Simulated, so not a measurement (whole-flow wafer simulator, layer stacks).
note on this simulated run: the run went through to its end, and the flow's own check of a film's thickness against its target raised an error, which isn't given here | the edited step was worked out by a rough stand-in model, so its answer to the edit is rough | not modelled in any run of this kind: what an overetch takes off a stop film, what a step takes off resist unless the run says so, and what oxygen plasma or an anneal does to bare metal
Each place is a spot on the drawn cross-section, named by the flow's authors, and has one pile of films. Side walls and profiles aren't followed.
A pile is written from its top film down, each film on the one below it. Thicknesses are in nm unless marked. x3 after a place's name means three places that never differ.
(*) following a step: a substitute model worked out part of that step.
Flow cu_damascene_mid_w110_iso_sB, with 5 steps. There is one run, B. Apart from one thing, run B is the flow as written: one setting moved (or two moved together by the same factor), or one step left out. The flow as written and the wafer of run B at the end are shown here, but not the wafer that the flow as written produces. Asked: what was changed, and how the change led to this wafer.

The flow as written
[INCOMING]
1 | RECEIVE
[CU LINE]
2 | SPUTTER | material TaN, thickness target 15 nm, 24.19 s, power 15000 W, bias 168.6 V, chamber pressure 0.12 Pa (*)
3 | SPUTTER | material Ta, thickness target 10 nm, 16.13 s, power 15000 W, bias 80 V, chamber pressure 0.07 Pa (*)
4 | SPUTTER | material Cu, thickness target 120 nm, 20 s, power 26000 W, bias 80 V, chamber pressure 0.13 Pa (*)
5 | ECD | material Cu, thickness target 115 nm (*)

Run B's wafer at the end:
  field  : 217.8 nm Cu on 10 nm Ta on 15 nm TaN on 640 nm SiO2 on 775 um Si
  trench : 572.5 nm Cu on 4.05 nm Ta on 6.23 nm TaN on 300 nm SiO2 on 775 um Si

What caused this: step 5, ECD: thickness target 97.8 nm was run, whereas the flow has thickness target 115 nm.

How this came from the change, step by step:
  5 | ECD | material Cu, thickness target 115 nm (*)
      field: Cu gains 97.8 (it would be, as written: Cu gains 115)
      trench: Cu gains 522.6 (it would be, as written: Cu gains 539.8)
